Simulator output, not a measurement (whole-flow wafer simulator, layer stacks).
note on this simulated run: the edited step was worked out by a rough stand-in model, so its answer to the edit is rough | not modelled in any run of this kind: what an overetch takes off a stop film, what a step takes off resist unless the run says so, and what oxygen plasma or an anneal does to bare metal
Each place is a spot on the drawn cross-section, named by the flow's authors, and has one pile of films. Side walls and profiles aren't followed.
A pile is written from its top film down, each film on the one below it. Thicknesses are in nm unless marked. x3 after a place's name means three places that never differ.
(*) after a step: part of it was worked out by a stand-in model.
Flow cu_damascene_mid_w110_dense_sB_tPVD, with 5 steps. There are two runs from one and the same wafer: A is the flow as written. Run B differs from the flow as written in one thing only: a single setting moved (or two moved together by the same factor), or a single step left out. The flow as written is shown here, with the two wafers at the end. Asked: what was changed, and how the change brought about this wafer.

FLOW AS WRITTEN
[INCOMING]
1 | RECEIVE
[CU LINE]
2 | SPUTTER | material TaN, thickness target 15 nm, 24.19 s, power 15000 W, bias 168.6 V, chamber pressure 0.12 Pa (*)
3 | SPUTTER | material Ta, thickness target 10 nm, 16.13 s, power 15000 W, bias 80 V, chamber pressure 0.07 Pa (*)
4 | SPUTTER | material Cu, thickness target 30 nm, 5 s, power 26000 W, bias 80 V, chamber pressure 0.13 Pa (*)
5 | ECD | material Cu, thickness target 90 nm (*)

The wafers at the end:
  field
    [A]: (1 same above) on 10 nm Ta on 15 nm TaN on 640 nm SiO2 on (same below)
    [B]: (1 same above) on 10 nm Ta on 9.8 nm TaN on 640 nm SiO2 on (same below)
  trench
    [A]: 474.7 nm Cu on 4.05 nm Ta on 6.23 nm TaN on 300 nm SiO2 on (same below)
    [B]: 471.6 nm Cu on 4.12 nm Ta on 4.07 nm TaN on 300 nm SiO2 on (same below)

What caused this: step 2, SPUTTER: thickness target 9.8 nm was run, though the flow has thickness target 15 nm; step 2, SPUTTER: 15.72 s was run, where the flow has 24.19 s.
The wafer itself shows it: field has TaN 9.8, and step 2 as written asks for 15 nm.

How this came from the change, step by step:
  2 | SPUTTER | material TaN, thickness target 15 nm, 24.19 s, power 15000 W, bias 168.6 V, chamber pressure 0.12 Pa (*)
      field: A +15 TaN (new film) | B +9.8 TaN (new film)
      trench: A +6.23 TaN (new film) | B +4.07 TaN (new film)
